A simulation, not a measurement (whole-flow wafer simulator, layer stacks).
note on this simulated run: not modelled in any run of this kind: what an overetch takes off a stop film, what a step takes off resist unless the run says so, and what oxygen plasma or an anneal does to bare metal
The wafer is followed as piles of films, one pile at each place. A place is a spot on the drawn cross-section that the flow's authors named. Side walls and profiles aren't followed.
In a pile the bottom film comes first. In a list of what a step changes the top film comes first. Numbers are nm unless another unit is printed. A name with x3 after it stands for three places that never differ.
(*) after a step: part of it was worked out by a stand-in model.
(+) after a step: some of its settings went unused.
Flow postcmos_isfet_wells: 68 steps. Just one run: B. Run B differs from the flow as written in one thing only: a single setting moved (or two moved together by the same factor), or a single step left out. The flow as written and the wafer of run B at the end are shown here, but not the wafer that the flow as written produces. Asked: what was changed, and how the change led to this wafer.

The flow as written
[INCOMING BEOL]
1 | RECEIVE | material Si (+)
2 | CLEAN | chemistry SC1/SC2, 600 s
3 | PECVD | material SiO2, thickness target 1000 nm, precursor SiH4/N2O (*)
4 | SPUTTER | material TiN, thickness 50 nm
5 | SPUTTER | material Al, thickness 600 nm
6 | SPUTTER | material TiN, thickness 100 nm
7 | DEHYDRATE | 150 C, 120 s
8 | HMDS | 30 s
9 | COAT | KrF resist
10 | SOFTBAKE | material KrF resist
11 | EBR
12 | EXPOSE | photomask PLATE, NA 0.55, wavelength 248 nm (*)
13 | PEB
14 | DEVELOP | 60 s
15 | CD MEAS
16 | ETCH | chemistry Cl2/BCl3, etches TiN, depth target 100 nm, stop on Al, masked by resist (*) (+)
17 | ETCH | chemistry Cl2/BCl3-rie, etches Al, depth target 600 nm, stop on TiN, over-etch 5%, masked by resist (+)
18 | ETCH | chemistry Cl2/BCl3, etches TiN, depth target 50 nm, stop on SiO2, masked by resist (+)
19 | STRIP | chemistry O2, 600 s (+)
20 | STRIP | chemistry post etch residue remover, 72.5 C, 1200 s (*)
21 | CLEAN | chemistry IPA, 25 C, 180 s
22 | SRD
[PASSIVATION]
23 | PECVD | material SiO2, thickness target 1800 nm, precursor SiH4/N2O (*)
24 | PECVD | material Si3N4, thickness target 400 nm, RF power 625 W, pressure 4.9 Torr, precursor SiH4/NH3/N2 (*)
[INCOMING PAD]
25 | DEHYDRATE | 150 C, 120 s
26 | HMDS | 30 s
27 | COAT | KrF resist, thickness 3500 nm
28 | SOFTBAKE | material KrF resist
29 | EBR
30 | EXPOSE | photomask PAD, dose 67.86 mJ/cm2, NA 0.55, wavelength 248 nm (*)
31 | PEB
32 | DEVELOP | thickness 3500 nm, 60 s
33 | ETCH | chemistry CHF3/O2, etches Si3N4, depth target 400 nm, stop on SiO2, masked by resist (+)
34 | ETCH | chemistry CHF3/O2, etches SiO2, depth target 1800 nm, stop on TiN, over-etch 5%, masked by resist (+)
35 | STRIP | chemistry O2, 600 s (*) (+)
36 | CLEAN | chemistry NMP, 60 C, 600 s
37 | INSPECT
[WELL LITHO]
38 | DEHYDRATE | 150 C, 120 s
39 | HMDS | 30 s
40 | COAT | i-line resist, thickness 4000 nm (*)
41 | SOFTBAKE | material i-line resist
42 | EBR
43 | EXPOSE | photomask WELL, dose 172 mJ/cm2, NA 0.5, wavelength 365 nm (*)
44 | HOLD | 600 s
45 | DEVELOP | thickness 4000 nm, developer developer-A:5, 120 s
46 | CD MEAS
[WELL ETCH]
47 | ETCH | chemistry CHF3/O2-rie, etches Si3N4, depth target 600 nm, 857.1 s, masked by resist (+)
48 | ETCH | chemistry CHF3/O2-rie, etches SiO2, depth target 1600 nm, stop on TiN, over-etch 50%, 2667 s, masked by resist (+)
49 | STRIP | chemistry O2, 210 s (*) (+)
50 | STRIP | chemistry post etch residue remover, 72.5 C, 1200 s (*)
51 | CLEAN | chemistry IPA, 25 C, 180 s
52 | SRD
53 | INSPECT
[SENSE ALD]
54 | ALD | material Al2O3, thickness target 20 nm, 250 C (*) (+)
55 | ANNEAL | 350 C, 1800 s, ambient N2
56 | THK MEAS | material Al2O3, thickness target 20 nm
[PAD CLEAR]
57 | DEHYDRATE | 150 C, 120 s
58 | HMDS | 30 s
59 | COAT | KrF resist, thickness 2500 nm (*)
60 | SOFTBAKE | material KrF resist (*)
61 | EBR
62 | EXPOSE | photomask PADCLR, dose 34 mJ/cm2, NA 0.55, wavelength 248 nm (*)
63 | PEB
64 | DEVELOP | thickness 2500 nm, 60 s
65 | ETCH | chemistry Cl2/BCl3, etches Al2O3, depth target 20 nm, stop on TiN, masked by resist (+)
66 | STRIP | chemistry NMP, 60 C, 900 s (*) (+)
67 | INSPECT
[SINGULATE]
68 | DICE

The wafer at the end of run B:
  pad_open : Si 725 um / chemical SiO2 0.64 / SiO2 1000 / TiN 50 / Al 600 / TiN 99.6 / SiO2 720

What caused this: step 34, ETCH: depth target 1080 nm was run, while the flow as written has depth target 1800 nm.

How this came from the change, step by step:
  34 | ETCH | chemistry CHF3/O2, etches SiO2, depth target 1800 nm, stop on TiN, over-etch 5%, masked by resist (+)
      pad_open: -1080 SiO2 (in the flow as written it would be: -1800 SiO2 (all of it))
      field, margin, well900, well1300 x3, pad_rim, pad_clr: -900 KrF resist (in the flow as written it would be: -1500 KrF resist)
  35 | STRIP | chemistry O2, 600 s (*) (+)
      field, margin, well900, well1300 x3, pad_rim, pad_clr: -2238.4 KrF resist (all of it) (in the flow as written it would be: -1638.4 KrF resist (all of it))
  40 | COAT | i-line resist, thickness 4000 nm (*)
      pad_clr: +3486.2 i-line resist (new film) (in the flow as written it would be: +3256.8 i-line resist (new film))
      pad_open: +4545 i-line resist (new film) (in the flow as written it would be: +4804.7 i-line resist (new film))
  41 | SOFTBAKE | material i-line resist
      pad_clr: -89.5 i-line resist (in the flow as written it would be: -156.7 i-line resist)
      pad_open: +81.4 i-line resist (in the flow as written it would be: +115.3 i-line resist)
  49 | STRIP | chemistry O2, 210 s (*) (+)
      pad_clr: -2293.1 i-line resist (all of it) (in the flow as written it would be: -1996.5 i-line resist (all of it))
      pad_open: -3522.7 i-line resist (all of it) (in the flow as written it would be: -3816.3 i-line resist (all of it))
  59 | COAT | KrF resist, thickness 2500 nm (*)
      pad_rim: +2143.8 KrF resist (new film) (in the flow as written it would be: +1976.4 KrF resist (new film))
      pad_clr: +1940.1 KrF resist (new film) (in the flow as written it would be: +1691.6 KrF resist (new film))
      (and at 1 other place as well)
  60 | SOFTBAKE | material KrF resist (*)
      pad_rim: -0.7 KrF resist (in the flow as written it would be: nothing)
      pad_clr: -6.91 KrF resist (in the flow as written it would be: -9.57 KrF resist)
  64 | DEVELOP | thickness 2500 nm, 60 s
      pad_clr: -1933.2 KrF resist (all of it) (in the flow as written it would be: -1682 KrF resist (all of it))
      pad_open: -2882.6 KrF resist (all of it) (in the flow as written it would be: -3067.2 KrF resist (all of it))
  66 | STRIP | chemistry NMP, 60 C, 900 s (*) (+)
      pad_rim: -2104.3 KrF resist (all of it) (in the flow as written it would be: -1937.7 KrF resist (all of it))
